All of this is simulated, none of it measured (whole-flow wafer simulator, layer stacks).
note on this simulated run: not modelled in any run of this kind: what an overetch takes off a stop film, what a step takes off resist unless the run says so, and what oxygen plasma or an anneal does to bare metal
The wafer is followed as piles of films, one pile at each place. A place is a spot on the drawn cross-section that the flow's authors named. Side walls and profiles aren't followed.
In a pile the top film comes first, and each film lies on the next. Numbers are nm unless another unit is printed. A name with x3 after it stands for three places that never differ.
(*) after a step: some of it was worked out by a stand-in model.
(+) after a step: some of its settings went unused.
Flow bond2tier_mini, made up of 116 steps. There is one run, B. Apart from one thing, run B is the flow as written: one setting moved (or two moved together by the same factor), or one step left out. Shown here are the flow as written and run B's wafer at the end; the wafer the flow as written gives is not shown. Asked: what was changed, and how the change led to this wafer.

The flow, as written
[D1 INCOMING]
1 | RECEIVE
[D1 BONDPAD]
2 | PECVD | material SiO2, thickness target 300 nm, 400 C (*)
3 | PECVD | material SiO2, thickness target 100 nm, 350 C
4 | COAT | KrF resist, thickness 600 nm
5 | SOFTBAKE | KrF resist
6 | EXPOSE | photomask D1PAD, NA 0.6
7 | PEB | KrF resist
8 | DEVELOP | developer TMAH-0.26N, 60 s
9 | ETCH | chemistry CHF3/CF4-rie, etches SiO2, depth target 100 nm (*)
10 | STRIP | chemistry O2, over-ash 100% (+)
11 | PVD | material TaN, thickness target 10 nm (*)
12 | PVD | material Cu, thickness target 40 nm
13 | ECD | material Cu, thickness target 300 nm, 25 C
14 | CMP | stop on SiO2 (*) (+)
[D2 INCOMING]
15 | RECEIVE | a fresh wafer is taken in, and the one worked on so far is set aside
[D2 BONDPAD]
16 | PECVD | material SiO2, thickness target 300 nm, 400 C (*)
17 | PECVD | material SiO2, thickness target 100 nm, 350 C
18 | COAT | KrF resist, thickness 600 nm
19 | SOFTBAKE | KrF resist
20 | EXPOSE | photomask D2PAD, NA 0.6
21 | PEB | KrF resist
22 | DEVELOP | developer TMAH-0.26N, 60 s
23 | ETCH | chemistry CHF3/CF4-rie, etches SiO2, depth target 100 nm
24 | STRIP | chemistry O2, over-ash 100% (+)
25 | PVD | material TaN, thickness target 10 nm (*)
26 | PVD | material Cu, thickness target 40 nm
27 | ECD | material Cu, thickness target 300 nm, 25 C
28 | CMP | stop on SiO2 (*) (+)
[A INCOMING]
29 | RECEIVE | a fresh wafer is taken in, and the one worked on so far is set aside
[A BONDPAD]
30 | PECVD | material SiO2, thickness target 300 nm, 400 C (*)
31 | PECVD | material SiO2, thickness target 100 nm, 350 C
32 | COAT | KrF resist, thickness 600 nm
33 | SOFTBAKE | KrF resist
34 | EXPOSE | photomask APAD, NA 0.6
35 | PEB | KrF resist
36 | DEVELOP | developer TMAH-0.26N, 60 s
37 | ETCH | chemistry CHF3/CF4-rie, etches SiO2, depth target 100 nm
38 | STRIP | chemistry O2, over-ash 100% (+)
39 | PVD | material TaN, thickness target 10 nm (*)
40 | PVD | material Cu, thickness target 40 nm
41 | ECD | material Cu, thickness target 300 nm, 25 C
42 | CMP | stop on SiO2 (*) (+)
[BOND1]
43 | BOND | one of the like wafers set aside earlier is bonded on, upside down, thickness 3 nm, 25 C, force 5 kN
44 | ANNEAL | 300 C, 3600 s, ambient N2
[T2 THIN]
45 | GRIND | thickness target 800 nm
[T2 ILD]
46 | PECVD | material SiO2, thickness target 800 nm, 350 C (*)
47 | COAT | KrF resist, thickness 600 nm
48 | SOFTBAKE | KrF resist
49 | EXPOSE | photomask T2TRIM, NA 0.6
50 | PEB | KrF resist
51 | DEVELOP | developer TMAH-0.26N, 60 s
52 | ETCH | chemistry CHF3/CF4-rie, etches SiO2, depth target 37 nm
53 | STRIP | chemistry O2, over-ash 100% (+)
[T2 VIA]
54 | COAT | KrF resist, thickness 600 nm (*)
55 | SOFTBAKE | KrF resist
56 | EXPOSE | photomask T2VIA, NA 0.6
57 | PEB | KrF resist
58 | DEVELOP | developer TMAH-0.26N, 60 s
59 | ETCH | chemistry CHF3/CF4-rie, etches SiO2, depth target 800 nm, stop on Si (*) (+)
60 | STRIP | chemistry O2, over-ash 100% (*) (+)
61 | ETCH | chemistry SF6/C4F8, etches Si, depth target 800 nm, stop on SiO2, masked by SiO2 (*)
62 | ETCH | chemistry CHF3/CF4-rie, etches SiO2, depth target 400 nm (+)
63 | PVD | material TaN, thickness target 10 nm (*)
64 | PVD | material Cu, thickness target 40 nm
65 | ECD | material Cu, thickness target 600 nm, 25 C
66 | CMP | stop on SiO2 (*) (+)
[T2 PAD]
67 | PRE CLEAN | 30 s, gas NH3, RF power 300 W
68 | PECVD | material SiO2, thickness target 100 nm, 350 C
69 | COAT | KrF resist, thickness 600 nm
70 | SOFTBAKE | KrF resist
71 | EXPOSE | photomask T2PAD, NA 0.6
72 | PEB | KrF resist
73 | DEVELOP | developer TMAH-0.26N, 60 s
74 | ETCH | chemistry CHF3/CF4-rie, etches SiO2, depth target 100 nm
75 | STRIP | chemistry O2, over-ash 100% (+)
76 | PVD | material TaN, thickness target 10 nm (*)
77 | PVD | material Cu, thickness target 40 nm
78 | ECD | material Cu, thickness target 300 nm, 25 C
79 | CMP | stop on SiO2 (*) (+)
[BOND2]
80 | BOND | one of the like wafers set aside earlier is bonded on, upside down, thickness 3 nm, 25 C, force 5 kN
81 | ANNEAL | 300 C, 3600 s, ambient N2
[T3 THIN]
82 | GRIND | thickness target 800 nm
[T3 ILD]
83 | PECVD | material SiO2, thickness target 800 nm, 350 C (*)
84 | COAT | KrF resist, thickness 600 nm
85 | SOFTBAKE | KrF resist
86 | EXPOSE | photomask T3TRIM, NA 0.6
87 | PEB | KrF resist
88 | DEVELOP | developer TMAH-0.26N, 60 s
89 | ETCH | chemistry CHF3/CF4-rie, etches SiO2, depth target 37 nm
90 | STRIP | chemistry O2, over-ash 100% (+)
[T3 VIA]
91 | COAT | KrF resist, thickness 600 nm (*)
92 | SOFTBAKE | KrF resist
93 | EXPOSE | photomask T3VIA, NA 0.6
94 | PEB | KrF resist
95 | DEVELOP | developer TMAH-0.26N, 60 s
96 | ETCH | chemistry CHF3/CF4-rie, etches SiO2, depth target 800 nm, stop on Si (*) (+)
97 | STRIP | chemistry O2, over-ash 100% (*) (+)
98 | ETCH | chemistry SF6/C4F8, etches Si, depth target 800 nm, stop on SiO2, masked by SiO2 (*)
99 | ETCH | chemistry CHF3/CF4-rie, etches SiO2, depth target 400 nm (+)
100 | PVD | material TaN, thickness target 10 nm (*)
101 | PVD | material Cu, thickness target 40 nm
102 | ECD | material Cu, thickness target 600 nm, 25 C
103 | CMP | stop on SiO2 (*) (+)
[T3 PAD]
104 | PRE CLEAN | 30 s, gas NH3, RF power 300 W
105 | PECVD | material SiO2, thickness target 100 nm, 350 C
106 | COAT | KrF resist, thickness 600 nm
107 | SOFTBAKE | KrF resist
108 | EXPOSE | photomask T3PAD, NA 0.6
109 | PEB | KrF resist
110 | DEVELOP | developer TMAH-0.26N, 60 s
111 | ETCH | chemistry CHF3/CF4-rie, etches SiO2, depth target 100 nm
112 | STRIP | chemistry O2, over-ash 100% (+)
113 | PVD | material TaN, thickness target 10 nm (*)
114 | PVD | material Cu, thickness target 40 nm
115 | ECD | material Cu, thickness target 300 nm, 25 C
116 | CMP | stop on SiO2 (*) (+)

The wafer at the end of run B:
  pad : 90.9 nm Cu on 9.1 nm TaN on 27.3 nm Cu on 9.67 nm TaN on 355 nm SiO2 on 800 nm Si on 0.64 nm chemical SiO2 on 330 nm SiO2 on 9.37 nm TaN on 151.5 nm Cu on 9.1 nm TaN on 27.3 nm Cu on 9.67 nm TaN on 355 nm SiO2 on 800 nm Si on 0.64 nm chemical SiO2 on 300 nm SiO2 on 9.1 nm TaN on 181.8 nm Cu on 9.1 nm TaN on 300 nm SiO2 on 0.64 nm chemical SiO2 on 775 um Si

The reason: step 23, ETCH: depth target 70 nm was run, while the flow as written has depth target 100 nm.

Step by step, how the change led to this:
  23 | ETCH | chemistry CHF3/CF4-rie, etches SiO2, depth target 100 nm
      pad, via: -70 SiO2 (as written it would have been: -100 SiO2)
      field: -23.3 KrF resist (as written it would have been: -33.3 KrF resist)
  26 | PVD | material Cu, thickness target 40 nm
      pad: +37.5 Cu (new film) (as written it would have been: +36.4 Cu (new film))
  27 | ECD | material Cu, thickness target 300 nm, 25 C
      pad: +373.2 Cu (as written it would have been: +404.5 Cu)
      via: +370.1 Cu (as written it would have been: +400.2 Cu)
  80 | BOND | one of the like wafers set aside earlier is bonded on, upside down, thickness 3 nm, 25 C, force 5 kN
      pad: +775 um Si (new film), +0.64 chemical SiO2 (new film), +330 SiO2 (new film), +9.37 TaN (new film), +60.6 Cu (as written it would have been: +775 um Si (new film), +0.64 chemical SiO2 (new film), +300 SiO2 (new film), +9.1 TaN (new film), +90.9 Cu)
